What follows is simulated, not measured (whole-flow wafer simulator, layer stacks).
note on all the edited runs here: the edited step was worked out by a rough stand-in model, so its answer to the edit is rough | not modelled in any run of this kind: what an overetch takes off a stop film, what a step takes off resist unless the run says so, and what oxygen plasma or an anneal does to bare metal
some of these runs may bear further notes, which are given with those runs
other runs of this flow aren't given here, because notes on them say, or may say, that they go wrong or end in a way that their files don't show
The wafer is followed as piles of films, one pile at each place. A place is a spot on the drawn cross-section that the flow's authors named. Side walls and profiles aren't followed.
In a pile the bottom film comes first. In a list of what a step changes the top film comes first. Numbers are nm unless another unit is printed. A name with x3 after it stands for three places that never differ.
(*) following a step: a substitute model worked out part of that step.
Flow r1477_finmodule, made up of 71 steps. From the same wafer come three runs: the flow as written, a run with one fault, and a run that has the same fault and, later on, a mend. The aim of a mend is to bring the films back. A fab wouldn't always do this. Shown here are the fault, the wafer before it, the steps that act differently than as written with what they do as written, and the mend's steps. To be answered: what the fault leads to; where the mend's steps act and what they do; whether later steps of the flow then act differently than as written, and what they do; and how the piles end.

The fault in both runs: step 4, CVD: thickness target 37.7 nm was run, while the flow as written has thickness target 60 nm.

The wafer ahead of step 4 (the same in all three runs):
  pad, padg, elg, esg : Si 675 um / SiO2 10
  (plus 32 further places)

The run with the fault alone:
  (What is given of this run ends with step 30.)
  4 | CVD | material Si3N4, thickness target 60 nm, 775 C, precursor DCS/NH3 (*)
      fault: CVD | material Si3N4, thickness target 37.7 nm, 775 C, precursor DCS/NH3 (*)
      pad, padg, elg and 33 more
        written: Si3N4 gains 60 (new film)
        fault: Si3N4 gains 37.7 (new film)
  None of the later steps of the flow up to step 30 acts differently than as written at any place that is followed.
  Once step 30 is done, the piles at pad, padg, elg and 33 more depart from the flow's by more than 2% or 0.5 nm, whichever is larger.
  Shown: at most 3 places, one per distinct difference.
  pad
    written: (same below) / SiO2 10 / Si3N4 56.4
    fault: (same below) / SiO2 10 / Si3N4 34.1
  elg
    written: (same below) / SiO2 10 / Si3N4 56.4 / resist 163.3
    fault: (same below) / SiO2 10 / Si3N4 34.1 / resist 163.3
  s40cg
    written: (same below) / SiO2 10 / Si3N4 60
    fault: (same below) / SiO2 10 / Si3N4 37.7

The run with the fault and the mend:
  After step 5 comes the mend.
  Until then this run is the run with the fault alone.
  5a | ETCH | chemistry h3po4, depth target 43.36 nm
      pad, padg, elg and 33 more
        Si3N4 loses 37.7 (all of it)
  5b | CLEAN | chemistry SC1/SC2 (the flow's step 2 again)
      does not change any film at any place that is followed
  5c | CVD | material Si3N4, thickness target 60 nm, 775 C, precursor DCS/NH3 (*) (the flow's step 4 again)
      pad, padg, elg and 33 more
        Si3N4 gains 60 (new film)
  None of the later steps of the flow acts differently than as written at any place that is followed.
  At every place that both follow, the piles at the end match the flow's.
